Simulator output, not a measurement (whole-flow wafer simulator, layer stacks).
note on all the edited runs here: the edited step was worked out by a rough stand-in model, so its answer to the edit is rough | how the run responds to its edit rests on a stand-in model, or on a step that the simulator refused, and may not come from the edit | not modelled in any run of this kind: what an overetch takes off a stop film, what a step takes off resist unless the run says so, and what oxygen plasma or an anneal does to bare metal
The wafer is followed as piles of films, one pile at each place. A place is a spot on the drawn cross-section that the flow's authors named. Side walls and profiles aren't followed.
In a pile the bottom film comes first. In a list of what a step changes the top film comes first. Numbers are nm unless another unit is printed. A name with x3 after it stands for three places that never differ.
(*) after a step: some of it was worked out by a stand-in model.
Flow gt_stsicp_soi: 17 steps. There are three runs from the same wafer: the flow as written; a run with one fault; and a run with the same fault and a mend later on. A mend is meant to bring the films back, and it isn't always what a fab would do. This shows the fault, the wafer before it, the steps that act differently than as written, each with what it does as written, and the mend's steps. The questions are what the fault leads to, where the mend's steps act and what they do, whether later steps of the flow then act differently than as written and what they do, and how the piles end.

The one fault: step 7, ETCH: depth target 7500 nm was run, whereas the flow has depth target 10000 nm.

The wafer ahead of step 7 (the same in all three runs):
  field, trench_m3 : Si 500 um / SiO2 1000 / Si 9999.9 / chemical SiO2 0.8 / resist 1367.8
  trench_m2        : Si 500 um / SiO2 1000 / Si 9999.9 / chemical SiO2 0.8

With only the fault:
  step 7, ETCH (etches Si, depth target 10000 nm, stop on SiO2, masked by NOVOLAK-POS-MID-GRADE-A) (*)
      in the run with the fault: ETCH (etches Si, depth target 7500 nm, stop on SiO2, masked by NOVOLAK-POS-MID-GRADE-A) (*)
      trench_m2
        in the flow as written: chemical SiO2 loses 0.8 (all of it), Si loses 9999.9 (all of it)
        in the run with the fault: chemical SiO2 loses 0.8 (all of it), Si loses 7500
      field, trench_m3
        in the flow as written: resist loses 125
        in the run with the fault: resist loses 93.8
  Steps later in the flow that act otherwise than as written (1 other step is not shown; it differs only slightly, by no more than 2% or 0.5 nm, whichever is larger):
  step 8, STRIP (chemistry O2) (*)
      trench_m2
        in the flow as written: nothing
        in the run with the fault: chemical SiO2 gains 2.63 (new film), Si loses 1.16
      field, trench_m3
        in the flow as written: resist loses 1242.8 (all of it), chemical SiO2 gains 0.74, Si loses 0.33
        in the run with the fault: resist loses 1274.1 (all of it), chemical SiO2 gains 0.75, Si loses 0.33
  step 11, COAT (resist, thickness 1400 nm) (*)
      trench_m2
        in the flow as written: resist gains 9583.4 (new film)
        in the run with the fault: resist gains 7594.9 (new film)
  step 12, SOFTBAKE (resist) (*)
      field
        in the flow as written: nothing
        in the run with the fault: resist gains 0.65
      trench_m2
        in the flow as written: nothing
        in the run with the fault: resist gains 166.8
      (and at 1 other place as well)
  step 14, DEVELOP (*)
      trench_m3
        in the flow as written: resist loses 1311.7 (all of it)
        in the run with the fault: resist loses 1340 (all of it)
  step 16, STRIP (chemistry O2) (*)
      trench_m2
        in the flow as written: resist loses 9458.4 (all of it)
        in the run with the fault: resist loses 7636.7 (all of it), chemical SiO2 gains 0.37, Si loses 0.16
  The piles end different from the flow's at trench_m2 by more than 2% or 0.5 nm, whichever is larger.
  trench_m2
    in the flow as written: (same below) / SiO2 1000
    in the run with the fault: (same below) / SiO2 1000 / Si 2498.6 / chemical SiO2 3

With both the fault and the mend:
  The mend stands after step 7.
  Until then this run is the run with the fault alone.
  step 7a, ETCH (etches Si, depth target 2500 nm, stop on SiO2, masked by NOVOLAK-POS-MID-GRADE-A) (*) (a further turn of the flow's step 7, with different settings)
      field, trench_m3
        resist loses 31.2
      trench_m2
        Si loses 2499.9 (all of it)
  None of the later steps of the flow acts differently than as written at any place that is followed.
  By the end, the piles equal the flow's at every place that both follow.
